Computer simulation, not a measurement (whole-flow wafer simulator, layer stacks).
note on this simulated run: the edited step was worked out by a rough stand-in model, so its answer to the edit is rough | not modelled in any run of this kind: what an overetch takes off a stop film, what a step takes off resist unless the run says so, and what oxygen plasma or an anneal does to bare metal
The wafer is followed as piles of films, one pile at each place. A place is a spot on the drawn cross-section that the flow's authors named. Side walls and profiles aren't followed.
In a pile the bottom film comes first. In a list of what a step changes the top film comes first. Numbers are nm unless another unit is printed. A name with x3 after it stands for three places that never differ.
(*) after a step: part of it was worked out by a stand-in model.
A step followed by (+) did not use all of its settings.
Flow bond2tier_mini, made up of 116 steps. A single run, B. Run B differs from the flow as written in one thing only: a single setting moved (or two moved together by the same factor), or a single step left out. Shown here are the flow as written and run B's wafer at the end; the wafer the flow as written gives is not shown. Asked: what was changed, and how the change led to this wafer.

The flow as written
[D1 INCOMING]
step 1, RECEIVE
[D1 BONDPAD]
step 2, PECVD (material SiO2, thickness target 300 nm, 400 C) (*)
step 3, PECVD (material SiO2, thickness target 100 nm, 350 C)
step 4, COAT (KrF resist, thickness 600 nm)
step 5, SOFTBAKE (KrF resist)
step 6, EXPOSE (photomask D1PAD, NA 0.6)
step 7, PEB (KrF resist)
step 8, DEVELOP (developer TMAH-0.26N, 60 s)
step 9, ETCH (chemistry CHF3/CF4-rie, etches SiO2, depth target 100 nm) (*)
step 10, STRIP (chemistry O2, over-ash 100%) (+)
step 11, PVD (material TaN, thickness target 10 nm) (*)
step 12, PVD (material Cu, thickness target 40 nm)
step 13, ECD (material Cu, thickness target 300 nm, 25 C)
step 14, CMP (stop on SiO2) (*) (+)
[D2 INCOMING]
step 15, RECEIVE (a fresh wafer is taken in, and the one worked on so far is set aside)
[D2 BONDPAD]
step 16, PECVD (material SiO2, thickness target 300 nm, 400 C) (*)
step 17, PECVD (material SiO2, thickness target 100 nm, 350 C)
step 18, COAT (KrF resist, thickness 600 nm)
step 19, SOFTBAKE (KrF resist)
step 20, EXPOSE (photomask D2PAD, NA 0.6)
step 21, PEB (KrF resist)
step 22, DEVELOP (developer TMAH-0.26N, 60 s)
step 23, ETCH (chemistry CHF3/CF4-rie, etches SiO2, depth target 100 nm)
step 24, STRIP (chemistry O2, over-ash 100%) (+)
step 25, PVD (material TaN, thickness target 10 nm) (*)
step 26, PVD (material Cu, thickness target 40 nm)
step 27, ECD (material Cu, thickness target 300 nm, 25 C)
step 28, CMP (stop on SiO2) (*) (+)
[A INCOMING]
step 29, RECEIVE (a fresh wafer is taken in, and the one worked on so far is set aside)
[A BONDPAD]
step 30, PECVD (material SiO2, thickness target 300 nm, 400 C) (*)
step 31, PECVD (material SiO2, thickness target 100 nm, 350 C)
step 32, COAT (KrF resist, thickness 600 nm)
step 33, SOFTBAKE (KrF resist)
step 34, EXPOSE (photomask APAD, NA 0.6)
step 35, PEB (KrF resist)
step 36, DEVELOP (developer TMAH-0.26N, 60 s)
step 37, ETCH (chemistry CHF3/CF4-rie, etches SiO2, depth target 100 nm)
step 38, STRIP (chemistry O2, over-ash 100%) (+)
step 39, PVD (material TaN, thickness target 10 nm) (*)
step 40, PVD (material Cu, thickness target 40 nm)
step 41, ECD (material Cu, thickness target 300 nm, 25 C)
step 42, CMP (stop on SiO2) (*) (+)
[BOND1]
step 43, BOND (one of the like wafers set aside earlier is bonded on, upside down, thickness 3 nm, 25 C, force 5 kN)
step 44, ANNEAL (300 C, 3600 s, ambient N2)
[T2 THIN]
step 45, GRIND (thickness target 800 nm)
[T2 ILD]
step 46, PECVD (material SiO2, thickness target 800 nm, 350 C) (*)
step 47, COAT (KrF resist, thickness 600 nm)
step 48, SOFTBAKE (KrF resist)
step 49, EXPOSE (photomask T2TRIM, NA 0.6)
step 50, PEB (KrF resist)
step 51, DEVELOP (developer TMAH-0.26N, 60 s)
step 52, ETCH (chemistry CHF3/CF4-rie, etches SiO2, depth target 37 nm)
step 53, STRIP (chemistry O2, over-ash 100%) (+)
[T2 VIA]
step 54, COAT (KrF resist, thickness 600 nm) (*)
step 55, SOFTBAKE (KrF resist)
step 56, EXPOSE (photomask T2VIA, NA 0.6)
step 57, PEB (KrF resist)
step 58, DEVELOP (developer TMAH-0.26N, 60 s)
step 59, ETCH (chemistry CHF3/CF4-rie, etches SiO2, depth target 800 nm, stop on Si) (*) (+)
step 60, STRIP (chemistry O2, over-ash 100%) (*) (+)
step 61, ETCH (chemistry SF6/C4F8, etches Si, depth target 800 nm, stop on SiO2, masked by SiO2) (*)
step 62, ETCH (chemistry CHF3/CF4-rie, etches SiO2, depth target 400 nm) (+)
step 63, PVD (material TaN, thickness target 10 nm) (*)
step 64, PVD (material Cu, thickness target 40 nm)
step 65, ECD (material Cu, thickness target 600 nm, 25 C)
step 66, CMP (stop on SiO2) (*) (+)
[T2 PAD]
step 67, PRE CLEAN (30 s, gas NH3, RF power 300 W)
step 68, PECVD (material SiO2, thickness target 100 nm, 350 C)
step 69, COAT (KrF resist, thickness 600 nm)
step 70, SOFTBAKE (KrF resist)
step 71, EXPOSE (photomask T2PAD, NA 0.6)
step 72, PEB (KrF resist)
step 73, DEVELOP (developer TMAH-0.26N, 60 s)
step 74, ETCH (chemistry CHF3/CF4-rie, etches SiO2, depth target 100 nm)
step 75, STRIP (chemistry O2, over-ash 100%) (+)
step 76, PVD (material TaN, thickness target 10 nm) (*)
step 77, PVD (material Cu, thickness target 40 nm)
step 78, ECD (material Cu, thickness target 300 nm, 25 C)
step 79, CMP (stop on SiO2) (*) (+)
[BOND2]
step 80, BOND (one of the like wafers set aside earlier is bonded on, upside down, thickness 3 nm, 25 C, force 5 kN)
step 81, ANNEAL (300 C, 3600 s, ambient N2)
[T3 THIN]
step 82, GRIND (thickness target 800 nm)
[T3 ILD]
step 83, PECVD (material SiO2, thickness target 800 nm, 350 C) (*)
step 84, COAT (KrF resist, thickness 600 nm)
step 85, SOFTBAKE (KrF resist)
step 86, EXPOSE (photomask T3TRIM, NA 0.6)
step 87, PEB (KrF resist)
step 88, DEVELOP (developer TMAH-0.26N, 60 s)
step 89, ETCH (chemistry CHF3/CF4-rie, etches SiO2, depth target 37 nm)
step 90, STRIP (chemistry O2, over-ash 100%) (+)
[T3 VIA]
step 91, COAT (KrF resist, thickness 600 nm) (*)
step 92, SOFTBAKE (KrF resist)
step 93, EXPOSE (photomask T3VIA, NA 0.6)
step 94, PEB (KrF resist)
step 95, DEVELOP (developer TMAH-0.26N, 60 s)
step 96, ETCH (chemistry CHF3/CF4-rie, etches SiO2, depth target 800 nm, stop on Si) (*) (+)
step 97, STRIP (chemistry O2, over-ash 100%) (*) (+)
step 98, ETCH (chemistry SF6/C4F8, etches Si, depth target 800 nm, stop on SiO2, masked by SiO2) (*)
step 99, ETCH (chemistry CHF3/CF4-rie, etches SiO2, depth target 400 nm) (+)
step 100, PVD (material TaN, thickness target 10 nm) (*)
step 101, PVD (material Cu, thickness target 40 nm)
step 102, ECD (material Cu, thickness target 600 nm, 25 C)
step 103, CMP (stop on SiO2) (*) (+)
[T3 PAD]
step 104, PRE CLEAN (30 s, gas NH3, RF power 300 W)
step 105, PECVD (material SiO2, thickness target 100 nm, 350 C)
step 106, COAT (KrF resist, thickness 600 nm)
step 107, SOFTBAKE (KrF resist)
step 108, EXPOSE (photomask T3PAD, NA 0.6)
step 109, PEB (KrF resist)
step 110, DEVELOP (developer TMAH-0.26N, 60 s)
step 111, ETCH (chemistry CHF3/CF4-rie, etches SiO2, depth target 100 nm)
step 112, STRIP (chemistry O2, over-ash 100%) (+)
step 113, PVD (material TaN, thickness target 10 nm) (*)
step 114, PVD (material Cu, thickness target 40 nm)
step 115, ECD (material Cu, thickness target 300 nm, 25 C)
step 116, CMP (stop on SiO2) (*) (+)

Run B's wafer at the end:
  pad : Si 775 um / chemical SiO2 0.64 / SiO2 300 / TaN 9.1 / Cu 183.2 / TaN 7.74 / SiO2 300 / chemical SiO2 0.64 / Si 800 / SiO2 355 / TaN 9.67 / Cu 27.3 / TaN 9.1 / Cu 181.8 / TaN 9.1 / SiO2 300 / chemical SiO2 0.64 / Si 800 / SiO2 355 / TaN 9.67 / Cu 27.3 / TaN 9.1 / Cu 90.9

Cause: step 11, PVD: thickness target 8.5 nm was run, whereas the flow has thickness target 10 nm.

Step by step, how the change led to this:
  step 11, PVD (material TaN, thickness target 10 nm) (*)
      field: +8.5 TaN (new film) (in the flow as written it would be: +10 TaN (new film))
      pad: +7.74 TaN (new film) (in the flow as written it would be: +9.1 TaN (new film))
      (also at 1 further place)
  step 14, CMP (stop on SiO2) (*) (+)
      field: -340 Cu (all of it), -8.5 TaN (all of it) (in the flow as written it would be: -340 Cu (all of it), -10 TaN (all of it))
  step 43, BOND (one of the like wafers set aside earlier is bonded on, upside down, thickness 3 nm, 25 C, force 5 kN)
      pad: +775 um Si (new film), +0.64 chemical SiO2 (new film), +300 SiO2 (new film), +7.74 TaN (new film), +92.3 Cu (in the flow as written it would be: +775 um Si (new film), +0.64 chemical SiO2 (new film), +300 SiO2 (new film), +9.1 TaN (new film), +90.9 Cu)
      via: +775 um Si (new film), +0.64 chemical SiO2 (new film), +300 SiO2 (new film), +8.48 TaN (new film), +91.5 Cu (in the flow as written it would be: +775 um Si (new film), +0.64 chemical SiO2 (new film), +300 SiO2 (new film), +9.97 TaN (new film), +90 Cu)
